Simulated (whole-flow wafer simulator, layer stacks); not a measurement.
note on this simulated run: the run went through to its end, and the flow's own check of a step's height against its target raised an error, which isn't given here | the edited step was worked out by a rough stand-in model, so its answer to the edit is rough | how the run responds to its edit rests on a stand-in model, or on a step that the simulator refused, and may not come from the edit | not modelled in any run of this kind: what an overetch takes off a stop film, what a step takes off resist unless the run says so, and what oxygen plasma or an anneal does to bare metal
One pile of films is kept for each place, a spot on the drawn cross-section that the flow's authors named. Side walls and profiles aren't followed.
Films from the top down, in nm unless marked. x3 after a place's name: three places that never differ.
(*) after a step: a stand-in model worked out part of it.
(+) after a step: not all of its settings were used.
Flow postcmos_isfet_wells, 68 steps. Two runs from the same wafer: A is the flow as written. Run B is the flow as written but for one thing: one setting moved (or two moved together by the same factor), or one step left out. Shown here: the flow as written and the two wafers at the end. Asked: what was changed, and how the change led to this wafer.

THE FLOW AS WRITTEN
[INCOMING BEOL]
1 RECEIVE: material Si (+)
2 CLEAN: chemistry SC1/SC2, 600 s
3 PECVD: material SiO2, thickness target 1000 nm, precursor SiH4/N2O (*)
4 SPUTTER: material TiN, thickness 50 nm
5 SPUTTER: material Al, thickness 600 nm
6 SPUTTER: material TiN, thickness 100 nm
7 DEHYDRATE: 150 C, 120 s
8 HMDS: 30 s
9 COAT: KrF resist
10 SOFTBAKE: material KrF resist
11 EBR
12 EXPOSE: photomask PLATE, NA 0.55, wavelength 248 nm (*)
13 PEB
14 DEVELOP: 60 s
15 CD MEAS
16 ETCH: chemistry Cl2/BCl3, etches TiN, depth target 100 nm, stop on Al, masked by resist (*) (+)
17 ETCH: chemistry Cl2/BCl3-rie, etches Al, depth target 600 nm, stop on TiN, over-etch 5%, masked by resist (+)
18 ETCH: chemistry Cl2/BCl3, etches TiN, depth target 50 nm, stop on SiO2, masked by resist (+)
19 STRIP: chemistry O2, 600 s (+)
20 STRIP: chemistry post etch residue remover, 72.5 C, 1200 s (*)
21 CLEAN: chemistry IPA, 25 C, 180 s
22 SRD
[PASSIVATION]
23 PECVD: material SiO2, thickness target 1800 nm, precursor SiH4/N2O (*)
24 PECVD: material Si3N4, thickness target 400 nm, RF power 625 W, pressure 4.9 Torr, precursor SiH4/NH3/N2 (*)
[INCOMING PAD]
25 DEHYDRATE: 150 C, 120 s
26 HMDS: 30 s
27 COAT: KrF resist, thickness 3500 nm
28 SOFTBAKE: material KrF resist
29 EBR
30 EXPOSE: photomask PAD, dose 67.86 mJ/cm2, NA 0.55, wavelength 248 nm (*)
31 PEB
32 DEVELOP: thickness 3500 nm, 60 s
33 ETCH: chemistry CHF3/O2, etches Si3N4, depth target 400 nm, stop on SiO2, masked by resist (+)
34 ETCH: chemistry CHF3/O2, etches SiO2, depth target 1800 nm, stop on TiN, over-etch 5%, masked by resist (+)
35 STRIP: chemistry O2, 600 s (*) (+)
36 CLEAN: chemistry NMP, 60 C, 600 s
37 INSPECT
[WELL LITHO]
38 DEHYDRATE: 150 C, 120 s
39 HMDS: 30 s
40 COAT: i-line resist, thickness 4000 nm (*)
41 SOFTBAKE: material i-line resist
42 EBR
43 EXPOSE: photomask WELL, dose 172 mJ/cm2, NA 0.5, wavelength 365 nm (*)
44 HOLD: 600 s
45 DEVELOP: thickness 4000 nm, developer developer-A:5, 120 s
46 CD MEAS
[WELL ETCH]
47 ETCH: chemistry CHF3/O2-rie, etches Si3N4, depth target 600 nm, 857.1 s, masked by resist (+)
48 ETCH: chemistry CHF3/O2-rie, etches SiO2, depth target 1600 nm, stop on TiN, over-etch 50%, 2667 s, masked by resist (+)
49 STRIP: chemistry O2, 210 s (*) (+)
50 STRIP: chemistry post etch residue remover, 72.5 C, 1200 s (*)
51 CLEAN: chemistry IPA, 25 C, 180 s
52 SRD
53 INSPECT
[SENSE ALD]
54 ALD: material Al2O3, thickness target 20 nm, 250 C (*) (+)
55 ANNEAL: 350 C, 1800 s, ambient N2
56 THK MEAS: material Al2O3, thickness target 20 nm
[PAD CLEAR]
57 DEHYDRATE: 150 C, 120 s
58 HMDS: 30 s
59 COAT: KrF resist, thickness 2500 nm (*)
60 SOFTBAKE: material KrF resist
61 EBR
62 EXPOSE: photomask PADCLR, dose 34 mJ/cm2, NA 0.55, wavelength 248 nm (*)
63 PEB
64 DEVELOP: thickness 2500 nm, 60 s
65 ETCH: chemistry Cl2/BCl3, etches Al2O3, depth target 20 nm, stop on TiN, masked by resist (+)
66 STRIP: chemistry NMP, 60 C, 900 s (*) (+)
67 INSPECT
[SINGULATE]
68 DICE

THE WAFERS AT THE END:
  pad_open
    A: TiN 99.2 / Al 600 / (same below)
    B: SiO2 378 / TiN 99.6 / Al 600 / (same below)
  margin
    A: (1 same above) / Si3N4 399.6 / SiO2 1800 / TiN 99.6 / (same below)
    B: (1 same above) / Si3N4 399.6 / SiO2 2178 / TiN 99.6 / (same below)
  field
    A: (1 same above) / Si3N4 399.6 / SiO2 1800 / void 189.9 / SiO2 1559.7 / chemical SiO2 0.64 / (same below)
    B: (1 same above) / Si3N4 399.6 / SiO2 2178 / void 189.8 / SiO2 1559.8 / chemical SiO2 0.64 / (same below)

The cause: step 23, PECVD: thickness target 2178 nm was run, where the flow has thickness target 1800 nm.
It can be read off the wafer: margin has SiO2 2178, and step 23 as written asks for 1800 nm.

How the change led to this, step by step:
  23 PECVD: material SiO2, thickness target 1800 nm, precursor SiH4/N2O (*)
      margin, well900, well1300 x3, pad_rim, pad_clr, pad_open: A SiO2 +1800 (new film) | B SiO2 +2178 (new film)
      field: A SiO2 +1800 (new film), void +189.9 (new film), SiO2 +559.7 | B SiO2 +2178 (new film), void +189.8 (new film), SiO2 +559.8
  34 ETCH: chemistry CHF3/O2, etches SiO2, depth target 1800 nm, stop on TiN, over-etch 5%, masked by resist (+)
      pad_open: A SiO2 -1800 (all of it) | B SiO2 -1800
  48 ETCH: chemistry CHF3/O2-rie, etches SiO2, depth target 1600 nm, stop on TiN, over-etch 50%, 2667 s, masked by resist (+)
      well900, well1300 x3: A SiO2 -1600 (all of it) | B SiO2 -1978 (all of it)
  59 COAT: KrF resist, thickness 2500 nm (*)
      field: A KrF resist +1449 (new film) | B KrF resist +1268.4 (new film)
      margin: A KrF resist +1448.9 (new film) | B KrF resist +1268.3 (new film)
  63 PEB
      field, margin: A KrF resist -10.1 | B KrF resist -8.81
  66 STRIP: chemistry NMP, 60 C, 900 s (*) (+)
      field, margin: A KrF resist -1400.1 (all of it) | B KrF resist -1220.8 (all of it)
